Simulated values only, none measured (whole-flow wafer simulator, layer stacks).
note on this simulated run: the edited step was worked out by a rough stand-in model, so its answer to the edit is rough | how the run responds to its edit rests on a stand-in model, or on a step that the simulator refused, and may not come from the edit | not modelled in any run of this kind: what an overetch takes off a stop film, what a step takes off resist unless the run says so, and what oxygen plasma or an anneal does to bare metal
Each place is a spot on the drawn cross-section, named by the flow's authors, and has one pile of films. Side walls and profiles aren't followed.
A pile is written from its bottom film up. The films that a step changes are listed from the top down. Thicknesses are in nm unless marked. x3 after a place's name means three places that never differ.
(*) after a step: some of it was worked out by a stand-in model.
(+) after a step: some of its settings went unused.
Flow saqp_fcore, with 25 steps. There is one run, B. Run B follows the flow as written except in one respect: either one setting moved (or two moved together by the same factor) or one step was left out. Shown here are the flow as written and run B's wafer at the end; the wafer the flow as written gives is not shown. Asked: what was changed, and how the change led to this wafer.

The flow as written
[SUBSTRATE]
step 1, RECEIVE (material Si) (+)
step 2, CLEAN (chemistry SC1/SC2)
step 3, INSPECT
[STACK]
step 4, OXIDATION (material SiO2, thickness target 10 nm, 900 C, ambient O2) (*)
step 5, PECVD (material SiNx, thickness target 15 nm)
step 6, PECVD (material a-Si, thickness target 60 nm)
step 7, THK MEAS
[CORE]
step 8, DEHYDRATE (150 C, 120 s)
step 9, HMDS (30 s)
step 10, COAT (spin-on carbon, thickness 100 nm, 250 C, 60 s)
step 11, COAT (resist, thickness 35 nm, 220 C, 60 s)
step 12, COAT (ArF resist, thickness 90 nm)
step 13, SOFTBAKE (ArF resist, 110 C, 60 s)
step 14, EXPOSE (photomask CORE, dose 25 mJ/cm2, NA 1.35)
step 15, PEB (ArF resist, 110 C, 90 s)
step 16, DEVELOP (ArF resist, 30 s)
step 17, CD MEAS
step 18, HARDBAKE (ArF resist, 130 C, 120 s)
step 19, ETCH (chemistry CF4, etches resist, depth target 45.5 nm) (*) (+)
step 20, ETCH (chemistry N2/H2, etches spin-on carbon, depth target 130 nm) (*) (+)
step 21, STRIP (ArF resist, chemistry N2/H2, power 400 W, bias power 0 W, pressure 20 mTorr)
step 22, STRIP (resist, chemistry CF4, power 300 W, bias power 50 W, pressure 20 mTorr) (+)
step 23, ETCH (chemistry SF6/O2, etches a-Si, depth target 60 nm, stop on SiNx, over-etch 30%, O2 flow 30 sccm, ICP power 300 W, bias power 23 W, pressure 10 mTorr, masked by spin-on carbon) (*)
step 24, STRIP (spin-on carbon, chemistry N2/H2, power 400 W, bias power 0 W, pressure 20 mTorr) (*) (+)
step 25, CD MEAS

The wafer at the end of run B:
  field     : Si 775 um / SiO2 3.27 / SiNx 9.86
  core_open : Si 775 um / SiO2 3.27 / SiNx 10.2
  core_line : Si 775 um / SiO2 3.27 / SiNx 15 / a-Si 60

What caused this: step 4, OXIDATION: 765 C was run, whereas the flow has 900 C.

The path from the change to this, step by step:
  step 4, OXIDATION (material SiO2, thickness target 10 nm, 900 C, ambient O2) (*)
      field, core_open, core_line: +3.27 SiO2 (new film), -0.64 chemical SiO2 (all of it), -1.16 Si (it would be, as written: +10 SiO2 (new film), -0.64 chemical SiO2 (all of it), -4.12 Si)
